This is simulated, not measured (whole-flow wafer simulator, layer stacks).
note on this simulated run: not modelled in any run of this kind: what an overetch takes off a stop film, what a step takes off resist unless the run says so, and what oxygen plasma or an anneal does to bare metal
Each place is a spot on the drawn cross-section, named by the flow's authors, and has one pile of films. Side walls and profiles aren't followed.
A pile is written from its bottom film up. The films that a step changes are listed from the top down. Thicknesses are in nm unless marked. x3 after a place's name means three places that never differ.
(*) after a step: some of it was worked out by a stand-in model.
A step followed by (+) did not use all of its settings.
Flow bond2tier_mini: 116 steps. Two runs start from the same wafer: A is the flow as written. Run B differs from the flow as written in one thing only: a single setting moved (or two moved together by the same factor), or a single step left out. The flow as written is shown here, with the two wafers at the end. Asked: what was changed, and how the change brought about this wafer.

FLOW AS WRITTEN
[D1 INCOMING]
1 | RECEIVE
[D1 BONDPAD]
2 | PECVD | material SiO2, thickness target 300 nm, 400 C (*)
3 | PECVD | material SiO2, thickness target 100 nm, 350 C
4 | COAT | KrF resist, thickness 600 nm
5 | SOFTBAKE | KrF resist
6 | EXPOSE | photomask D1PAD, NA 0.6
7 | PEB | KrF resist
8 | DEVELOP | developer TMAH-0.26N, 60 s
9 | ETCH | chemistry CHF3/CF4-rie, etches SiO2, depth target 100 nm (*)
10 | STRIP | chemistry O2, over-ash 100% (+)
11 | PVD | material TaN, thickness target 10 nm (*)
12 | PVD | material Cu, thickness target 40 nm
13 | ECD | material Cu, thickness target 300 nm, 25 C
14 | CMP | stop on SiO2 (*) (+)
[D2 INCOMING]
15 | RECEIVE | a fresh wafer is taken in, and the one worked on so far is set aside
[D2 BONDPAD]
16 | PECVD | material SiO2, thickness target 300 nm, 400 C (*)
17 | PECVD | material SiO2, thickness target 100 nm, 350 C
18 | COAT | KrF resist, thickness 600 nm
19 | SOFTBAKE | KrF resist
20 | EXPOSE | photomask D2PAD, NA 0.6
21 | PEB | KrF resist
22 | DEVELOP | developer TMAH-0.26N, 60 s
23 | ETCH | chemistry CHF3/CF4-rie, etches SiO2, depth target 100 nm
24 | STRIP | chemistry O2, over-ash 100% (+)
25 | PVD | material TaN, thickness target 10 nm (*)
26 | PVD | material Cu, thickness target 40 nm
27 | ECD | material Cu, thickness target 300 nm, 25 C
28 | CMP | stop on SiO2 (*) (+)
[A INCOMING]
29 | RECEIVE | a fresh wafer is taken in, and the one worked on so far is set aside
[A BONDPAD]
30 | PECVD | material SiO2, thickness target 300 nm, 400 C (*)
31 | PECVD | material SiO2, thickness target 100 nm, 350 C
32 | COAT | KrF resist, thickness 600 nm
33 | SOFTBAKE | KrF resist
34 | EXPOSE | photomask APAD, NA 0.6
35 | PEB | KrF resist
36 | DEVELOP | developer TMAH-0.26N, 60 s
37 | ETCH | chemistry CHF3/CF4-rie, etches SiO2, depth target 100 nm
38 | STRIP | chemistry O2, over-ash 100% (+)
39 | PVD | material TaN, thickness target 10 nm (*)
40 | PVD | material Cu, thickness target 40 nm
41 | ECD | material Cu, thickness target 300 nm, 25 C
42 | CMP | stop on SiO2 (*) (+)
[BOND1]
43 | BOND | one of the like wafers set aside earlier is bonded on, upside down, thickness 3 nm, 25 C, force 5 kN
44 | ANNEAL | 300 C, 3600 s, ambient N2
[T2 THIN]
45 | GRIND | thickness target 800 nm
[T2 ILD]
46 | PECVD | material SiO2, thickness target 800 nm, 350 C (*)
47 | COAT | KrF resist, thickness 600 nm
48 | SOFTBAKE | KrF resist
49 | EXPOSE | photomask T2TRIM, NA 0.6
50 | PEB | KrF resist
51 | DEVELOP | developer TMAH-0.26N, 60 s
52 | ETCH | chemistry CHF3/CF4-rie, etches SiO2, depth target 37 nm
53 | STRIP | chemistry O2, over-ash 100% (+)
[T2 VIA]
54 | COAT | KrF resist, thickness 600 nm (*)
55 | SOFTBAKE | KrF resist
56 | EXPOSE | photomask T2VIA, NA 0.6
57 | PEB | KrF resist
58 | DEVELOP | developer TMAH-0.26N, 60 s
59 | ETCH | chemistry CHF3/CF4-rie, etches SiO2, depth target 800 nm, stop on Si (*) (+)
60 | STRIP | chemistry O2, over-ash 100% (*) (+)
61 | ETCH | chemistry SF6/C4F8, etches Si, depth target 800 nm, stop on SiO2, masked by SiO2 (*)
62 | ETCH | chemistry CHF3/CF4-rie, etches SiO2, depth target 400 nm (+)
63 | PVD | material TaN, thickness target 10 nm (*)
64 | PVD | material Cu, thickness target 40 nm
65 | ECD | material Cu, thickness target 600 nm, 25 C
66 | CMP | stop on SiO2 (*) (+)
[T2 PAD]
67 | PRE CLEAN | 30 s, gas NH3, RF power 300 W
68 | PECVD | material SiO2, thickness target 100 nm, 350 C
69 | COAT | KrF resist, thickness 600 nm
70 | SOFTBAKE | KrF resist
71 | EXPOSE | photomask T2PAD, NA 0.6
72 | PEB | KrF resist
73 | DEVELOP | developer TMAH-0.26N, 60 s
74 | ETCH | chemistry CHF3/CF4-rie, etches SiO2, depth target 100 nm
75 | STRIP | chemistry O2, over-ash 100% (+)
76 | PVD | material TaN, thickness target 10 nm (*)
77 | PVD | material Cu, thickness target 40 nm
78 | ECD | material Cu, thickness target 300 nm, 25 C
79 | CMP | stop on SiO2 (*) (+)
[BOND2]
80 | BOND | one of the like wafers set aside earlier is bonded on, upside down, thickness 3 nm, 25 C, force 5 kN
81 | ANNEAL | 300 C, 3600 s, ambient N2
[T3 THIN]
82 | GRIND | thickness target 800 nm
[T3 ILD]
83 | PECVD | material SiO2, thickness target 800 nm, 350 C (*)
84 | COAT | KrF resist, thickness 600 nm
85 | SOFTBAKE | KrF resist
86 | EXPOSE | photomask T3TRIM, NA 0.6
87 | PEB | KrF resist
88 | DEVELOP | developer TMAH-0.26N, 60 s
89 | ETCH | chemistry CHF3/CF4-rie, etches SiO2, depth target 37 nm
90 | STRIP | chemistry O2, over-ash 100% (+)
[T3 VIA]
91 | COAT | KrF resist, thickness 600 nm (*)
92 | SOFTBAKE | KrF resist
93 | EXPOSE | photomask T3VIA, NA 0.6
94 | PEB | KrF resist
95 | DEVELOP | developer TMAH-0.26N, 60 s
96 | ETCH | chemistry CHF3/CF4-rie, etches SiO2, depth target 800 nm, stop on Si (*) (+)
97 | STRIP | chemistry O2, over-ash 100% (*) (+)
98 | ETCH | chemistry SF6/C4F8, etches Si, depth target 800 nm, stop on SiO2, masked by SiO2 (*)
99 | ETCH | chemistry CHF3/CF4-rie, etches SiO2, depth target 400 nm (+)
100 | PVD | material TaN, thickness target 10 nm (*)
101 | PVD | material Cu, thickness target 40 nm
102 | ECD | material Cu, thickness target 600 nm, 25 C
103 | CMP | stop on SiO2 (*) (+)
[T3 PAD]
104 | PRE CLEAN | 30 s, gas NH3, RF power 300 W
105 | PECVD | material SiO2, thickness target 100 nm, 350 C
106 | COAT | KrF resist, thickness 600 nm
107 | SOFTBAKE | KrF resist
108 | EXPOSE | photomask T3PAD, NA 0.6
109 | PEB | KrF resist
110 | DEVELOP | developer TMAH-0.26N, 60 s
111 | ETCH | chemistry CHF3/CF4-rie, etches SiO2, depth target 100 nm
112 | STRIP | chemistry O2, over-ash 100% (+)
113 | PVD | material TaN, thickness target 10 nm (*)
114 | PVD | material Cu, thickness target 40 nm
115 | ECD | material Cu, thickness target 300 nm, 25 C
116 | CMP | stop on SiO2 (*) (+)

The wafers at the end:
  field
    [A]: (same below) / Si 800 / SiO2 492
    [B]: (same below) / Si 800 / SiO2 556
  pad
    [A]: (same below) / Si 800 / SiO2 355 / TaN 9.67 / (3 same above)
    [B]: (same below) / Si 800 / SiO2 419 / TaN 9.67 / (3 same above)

The reason: step 99, ETCH: depth target 336 nm was run, while the flow as written has depth target 400 nm.

How this came from the change, step by step:
  99 | ETCH | chemistry CHF3/CF4-rie, etches SiO2, depth target 400 nm (+)
      field, pad: A SiO2 loses 400 | B SiO2 loses 336
